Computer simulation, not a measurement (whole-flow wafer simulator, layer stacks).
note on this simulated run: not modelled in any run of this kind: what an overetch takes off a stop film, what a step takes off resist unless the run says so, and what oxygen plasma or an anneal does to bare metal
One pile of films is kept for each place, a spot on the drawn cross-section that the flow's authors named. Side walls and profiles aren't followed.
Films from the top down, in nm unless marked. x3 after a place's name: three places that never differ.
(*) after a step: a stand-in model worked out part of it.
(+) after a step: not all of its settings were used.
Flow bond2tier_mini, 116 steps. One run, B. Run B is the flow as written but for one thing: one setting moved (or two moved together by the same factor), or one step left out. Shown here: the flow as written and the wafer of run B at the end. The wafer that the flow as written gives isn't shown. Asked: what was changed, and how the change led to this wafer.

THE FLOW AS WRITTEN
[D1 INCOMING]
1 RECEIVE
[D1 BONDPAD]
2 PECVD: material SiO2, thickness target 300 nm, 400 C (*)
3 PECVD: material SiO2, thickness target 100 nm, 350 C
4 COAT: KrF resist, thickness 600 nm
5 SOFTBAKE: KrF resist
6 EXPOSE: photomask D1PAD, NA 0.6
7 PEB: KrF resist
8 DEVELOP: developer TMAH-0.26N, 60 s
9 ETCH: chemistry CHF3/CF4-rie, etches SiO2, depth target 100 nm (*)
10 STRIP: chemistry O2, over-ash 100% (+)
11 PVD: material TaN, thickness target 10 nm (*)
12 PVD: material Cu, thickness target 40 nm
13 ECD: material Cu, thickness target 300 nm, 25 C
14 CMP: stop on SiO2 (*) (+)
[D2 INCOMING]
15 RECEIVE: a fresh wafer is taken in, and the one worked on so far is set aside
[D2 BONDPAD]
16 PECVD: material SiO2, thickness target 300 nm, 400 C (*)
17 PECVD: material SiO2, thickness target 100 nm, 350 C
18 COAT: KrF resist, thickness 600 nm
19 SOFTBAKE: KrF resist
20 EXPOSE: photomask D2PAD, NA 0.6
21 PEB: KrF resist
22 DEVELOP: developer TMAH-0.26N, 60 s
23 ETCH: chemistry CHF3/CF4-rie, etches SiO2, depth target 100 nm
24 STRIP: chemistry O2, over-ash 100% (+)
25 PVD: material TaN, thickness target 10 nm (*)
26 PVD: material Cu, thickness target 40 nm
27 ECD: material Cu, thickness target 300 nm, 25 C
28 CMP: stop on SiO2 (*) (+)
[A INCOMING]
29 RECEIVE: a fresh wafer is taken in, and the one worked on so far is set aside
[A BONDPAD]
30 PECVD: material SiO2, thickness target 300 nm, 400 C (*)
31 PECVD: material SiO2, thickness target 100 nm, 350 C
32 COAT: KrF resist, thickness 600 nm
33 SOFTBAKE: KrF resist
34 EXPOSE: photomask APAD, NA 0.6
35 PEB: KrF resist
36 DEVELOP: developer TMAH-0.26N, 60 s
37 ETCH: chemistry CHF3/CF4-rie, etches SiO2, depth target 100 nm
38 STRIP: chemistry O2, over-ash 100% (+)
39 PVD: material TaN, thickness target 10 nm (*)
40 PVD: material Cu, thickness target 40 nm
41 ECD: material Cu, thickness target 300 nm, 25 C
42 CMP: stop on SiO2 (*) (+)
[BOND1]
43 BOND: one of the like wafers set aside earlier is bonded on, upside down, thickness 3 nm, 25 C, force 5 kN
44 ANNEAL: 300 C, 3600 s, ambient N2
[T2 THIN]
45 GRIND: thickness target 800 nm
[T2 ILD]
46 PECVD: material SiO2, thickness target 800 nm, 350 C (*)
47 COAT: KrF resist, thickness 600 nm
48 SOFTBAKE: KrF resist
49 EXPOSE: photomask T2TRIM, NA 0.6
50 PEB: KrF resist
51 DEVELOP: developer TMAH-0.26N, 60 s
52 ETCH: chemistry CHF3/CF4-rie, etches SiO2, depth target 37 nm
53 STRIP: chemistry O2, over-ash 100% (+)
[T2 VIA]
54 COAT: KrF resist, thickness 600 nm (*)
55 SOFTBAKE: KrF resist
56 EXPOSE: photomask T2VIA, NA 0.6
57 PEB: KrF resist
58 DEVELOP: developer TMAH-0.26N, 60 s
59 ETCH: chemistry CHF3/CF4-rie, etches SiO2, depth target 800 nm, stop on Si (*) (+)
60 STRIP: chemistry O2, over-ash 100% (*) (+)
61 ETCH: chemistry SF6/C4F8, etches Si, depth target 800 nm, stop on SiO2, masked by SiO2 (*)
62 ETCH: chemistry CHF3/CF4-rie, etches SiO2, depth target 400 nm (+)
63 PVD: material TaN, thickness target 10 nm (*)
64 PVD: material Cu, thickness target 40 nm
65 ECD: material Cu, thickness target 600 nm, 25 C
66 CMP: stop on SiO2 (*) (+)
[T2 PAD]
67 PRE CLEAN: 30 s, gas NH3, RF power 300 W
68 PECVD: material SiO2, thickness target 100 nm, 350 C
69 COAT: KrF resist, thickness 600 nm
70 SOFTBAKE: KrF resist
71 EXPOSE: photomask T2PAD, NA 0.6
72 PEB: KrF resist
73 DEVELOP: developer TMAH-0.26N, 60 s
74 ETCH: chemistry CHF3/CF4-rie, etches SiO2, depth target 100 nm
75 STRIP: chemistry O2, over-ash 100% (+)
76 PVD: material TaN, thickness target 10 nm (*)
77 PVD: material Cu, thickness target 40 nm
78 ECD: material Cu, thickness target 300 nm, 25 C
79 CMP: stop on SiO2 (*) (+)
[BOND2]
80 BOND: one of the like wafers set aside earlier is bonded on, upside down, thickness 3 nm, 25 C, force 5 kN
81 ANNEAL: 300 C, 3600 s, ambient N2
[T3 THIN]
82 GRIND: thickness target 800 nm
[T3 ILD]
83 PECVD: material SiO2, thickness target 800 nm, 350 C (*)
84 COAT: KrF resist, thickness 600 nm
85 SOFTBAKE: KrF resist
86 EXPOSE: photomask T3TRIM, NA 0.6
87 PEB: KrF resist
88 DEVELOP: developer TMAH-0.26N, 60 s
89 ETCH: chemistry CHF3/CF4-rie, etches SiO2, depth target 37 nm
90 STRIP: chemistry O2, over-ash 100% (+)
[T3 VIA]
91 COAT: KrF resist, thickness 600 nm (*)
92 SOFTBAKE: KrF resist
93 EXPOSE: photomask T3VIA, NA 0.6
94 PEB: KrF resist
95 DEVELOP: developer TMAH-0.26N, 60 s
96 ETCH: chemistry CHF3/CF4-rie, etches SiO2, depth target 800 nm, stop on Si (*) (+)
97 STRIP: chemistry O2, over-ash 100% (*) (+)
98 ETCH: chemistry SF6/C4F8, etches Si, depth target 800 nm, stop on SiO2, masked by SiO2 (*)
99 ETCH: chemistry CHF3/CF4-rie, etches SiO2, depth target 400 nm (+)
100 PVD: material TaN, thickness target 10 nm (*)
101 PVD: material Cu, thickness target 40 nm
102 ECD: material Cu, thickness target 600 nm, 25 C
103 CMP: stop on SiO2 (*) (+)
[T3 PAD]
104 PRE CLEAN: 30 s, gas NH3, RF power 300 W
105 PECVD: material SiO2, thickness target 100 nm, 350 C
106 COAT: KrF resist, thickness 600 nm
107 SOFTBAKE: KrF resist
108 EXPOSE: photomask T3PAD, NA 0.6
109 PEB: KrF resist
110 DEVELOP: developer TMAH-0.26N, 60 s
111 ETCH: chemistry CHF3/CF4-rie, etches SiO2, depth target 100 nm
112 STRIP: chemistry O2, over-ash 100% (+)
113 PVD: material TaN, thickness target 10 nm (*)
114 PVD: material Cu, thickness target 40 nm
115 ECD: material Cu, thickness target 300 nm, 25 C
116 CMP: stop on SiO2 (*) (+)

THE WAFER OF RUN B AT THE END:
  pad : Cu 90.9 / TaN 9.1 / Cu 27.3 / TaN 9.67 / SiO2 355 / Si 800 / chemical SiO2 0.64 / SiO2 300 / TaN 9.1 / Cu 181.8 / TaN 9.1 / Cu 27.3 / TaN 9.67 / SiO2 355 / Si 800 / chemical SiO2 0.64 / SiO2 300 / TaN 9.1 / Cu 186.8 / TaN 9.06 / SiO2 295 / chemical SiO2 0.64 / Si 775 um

The cause: step 37, ETCH: depth target 105 nm was run, where the flow has depth target 100 nm.

How the change led to this, step by step:
  37 ETCH: chemistry CHF3/CF4-rie, etches SiO2, depth target 100 nm
      pad, via: SiO2 -105 (as written it would be: SiO2 -100)
      field: KrF resist -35 (as written it would be: KrF resist -33.3)
